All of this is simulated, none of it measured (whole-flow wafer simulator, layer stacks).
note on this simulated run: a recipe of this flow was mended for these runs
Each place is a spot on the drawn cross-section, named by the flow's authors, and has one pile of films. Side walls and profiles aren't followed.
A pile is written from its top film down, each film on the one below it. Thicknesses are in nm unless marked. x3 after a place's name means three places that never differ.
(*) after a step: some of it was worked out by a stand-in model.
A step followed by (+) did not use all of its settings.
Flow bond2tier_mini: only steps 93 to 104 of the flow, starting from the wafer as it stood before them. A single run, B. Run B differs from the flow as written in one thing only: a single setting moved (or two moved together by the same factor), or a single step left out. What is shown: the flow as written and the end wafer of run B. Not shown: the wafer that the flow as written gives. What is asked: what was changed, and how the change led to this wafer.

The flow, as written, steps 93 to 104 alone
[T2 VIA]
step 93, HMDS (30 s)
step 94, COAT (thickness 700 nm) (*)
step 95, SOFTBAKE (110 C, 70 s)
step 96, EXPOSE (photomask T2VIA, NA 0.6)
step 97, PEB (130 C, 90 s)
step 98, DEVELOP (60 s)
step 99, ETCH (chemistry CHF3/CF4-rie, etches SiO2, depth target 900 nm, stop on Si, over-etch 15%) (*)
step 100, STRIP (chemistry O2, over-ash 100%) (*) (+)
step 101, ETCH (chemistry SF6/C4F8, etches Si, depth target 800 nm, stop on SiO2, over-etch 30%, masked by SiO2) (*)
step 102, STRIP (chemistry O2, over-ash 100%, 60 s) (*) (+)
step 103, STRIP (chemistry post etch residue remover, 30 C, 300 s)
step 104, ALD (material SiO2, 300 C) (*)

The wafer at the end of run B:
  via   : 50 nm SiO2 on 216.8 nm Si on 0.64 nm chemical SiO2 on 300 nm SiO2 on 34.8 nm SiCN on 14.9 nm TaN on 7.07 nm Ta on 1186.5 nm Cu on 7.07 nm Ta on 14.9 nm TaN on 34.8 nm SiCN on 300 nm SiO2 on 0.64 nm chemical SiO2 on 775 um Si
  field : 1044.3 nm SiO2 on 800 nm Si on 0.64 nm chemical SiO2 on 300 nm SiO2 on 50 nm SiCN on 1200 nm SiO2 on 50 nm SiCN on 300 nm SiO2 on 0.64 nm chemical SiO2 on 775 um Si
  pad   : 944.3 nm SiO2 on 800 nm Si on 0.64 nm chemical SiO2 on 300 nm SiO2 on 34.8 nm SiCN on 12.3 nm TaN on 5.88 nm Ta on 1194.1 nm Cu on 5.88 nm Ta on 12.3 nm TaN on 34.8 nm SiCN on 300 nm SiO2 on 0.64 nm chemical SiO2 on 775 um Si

Cause: step 101, ETCH: depth target 440 nm was run, while the flow as written has depth target 800 nm.

How this came from the change, step by step:
  step 101, ETCH (chemistry SF6/C4F8, etches Si, depth target 800 nm, stop on SiO2, over-etch 30%, masked by SiO2) (*)
      via: -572 Si (it would be, as written: -788.8 Si (all of it), -0.64 chemical SiO2 (all of it), -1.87 SiO2)
      field, pad: -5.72 SiO2 (it would be, as written: -10.3 SiO2)
  step 104, ALD (material SiO2, 300 C) (*)
      via: +50 SiO2 (new film) (it would be, as written: +50 SiO2)
